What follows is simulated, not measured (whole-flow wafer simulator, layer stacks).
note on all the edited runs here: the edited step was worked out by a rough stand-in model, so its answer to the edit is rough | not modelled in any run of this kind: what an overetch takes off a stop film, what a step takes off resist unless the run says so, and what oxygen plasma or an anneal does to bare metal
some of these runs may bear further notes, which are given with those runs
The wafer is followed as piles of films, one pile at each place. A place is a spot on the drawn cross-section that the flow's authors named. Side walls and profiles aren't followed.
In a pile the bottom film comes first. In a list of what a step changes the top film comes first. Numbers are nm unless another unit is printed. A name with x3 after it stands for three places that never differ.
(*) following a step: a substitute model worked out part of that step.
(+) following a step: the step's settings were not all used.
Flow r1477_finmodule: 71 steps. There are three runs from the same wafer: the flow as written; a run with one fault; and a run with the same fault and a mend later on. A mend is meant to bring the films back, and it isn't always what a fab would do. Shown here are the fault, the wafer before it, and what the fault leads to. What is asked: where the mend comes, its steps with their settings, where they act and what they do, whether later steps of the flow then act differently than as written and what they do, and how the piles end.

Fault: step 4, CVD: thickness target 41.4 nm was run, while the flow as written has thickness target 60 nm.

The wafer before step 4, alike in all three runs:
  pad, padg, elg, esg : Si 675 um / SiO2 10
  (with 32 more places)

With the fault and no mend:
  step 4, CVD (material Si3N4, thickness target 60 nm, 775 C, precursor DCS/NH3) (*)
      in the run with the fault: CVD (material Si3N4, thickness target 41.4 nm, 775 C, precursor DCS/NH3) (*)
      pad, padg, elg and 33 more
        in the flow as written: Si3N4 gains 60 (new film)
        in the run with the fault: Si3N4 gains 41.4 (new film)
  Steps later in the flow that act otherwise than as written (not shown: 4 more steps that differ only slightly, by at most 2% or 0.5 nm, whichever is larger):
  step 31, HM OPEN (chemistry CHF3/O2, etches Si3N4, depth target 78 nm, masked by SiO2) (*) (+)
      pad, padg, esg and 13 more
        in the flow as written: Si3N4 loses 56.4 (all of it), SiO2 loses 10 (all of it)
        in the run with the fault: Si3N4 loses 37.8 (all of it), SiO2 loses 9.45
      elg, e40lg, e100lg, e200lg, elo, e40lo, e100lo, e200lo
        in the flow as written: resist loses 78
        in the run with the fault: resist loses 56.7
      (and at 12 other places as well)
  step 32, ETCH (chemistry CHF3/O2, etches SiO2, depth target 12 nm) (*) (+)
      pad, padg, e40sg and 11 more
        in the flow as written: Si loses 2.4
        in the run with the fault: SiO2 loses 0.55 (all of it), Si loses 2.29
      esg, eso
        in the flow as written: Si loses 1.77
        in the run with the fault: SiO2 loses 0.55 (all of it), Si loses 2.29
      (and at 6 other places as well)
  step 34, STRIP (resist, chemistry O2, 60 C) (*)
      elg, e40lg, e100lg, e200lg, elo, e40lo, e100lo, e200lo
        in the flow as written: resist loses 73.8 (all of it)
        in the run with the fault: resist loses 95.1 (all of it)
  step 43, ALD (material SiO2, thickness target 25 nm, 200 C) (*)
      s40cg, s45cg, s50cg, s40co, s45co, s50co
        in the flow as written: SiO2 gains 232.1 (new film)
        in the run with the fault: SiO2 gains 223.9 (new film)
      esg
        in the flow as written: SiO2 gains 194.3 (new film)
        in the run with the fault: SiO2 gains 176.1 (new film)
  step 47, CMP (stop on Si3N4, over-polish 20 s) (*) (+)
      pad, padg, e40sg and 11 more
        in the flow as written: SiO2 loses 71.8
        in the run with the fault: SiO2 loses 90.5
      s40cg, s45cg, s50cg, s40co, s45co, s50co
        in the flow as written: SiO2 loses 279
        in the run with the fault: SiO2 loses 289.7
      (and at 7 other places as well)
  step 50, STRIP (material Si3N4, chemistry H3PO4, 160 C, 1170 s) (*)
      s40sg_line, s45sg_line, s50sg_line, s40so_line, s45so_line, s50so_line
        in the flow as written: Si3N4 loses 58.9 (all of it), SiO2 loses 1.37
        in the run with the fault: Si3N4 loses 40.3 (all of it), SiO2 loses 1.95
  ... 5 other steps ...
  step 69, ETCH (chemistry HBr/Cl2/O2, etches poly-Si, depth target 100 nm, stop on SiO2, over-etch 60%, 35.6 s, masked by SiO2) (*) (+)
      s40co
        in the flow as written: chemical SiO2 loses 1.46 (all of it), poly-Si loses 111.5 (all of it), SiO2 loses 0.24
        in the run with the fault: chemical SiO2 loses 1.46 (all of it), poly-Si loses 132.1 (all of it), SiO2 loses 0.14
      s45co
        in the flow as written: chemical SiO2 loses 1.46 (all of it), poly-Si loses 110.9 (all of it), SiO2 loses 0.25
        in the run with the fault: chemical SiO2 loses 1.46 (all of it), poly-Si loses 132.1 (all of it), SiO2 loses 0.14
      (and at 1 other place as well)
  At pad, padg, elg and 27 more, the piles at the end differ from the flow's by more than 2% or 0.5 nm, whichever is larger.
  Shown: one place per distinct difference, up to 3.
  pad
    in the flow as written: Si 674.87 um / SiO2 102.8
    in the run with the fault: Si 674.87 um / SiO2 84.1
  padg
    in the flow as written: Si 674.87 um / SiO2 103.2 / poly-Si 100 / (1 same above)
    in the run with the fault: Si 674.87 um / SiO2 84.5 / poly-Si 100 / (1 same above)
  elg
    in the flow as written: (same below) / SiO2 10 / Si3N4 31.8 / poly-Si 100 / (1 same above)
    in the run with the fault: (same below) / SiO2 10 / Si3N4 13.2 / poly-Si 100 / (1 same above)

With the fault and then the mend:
  The mend follows step 5.
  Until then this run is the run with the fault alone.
  step 5a, CVD (material Si3N4, thickness target 18.6 nm, 775 C, precursor DCS/NH3) (*) (the flow's step 4 again, with other settings)
      pad, padg, elg and 33 more
        Si3N4 gains 18.6
  None of the later steps of the flow acts differently than as written at any place that is followed.
  At every place that both follow, the piles at the end match the flow's.
